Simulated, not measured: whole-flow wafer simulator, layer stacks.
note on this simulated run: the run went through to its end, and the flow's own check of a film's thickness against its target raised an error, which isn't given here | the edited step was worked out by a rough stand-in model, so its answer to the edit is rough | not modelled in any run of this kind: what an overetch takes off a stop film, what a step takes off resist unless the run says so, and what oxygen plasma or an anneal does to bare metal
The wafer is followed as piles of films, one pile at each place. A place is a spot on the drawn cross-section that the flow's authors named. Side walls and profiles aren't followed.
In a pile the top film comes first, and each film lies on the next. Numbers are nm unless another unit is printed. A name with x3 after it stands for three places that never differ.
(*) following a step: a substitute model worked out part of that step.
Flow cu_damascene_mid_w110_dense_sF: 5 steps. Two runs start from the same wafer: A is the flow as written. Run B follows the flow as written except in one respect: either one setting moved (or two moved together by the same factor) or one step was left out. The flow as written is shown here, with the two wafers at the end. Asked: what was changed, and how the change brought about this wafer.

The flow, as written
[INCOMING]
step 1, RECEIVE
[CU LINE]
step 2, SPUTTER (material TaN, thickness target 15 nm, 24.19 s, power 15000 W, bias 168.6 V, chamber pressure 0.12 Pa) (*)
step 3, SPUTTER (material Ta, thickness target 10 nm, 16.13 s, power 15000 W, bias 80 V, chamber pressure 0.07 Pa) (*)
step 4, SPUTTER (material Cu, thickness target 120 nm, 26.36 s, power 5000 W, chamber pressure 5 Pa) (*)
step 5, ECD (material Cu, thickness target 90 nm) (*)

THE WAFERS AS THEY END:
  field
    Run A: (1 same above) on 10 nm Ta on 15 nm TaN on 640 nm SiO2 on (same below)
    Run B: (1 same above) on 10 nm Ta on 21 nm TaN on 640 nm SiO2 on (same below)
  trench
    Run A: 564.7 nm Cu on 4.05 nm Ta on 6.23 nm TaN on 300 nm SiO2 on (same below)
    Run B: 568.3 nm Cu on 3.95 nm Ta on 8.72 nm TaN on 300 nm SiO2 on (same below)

What caused this: step 2, SPUTTER: 33.87 s was run, while the flow as written has 24.19 s.

How this came from the change, step by step:
  step 2, SPUTTER (material TaN, thickness target 15 nm, 24.19 s, power 15000 W, bias 168.6 V, chamber pressure 0.12 Pa) (*)
      field: A TaN gains 15 (new film) | B TaN gains 21 (new film)
      trench: A TaN gains 6.23 (new film) | B TaN gains 8.72 (new film)
